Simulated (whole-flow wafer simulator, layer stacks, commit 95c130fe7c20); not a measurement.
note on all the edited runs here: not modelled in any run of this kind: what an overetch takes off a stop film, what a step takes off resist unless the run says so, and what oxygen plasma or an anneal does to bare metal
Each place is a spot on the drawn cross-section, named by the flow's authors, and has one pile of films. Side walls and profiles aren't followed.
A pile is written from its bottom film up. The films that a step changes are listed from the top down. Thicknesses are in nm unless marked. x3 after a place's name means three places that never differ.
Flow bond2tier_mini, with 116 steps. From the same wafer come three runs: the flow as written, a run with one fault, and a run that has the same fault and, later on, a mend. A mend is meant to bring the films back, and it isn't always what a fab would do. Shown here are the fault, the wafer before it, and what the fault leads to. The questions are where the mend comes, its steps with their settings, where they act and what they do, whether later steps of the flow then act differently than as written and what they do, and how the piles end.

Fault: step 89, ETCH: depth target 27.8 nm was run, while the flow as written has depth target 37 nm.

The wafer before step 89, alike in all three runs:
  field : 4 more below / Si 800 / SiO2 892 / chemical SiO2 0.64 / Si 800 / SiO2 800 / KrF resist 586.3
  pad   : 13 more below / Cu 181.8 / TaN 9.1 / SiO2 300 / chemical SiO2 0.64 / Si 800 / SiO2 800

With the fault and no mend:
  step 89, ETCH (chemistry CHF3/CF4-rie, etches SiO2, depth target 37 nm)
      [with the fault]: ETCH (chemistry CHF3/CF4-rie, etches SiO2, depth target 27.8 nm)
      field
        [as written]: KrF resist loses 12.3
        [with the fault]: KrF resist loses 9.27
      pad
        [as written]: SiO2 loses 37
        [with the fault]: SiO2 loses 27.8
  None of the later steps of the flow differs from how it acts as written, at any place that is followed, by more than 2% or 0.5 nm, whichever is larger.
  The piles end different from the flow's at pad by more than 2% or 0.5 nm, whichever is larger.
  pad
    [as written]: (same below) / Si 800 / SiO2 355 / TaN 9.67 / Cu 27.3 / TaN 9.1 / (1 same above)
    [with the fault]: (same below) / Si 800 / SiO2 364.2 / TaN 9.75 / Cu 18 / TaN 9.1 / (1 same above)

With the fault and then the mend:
  The mend follows step 89.
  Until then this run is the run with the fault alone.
  step 89a, ETCH (chemistry CHF3/CF4-rie, etches SiO2, depth target 9.2 nm) (a further turn of the flow's step 89, with different settings)
      field
        KrF resist loses 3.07
      pad
        SiO2 loses 9.2
  None of the later steps of the flow acts differently than as written at any place that is followed.
  At every place that both follow, the piles at the end match the flow's.
